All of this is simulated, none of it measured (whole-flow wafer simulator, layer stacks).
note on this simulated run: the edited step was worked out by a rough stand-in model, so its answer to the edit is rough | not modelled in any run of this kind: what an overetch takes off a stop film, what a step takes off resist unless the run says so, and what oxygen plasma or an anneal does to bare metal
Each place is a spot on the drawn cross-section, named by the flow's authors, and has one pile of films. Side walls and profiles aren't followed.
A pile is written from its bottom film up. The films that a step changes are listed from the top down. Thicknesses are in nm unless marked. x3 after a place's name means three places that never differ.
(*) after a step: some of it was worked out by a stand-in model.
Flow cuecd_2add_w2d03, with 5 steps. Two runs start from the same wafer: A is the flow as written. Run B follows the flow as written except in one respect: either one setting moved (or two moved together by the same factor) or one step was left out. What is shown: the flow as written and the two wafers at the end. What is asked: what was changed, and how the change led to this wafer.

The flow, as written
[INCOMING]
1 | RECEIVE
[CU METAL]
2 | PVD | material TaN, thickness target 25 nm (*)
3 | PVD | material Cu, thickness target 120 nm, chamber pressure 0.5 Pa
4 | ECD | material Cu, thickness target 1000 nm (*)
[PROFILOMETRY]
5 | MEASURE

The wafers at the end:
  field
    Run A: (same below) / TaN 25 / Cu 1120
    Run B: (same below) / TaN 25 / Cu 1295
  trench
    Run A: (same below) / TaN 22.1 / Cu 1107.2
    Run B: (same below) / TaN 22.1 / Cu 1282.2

The reason: step 4, ECD: thickness target 1175 nm was run, while the flow as written has thickness target 1000 nm.

Step by step, how the change led to this:
  4 | ECD | material Cu, thickness target 1000 nm (*)
      field, trench: A Cu gains 1000 | B Cu gains 1175
